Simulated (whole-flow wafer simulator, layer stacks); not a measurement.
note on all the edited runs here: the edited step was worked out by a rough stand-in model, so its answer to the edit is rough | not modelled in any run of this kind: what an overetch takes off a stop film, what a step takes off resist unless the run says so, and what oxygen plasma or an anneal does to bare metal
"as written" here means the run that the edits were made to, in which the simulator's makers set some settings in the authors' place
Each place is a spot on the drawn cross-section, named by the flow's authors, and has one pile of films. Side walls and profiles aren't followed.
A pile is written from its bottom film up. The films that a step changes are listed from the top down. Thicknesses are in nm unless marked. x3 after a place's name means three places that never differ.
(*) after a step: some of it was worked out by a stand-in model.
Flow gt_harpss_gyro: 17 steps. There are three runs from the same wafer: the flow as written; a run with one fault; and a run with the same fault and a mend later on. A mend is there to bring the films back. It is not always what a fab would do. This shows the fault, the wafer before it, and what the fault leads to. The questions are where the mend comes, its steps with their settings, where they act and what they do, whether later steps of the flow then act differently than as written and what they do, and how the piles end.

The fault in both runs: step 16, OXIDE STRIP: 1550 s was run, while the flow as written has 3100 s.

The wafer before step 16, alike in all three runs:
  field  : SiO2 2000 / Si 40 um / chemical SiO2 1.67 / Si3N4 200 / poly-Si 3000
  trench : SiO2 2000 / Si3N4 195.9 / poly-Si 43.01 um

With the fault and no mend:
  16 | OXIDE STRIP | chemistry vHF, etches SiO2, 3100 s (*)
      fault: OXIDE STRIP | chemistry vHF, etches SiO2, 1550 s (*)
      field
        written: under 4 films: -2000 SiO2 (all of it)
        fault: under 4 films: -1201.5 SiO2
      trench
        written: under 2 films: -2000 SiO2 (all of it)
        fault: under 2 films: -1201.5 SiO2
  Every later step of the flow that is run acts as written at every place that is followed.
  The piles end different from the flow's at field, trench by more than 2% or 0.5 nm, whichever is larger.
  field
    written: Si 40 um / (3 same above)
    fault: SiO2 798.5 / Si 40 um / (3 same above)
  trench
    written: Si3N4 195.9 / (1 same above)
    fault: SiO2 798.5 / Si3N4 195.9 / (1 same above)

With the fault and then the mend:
  The mend follows step 17.
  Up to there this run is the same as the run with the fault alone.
  17a | OXIDE STRIP | chemistry vHF, etches SiO2, 1550 s (*) (a further turn of the flow's step 16, with different settings)
      field
        under 4 films: -798.5 SiO2 (all of it)
      trench
        under 2 films: -798.5 SiO2 (all of it)
  Every later step of the flow that is run acts as written at every place that is followed.
  The piles end the same as the flow's at every place that both follow.
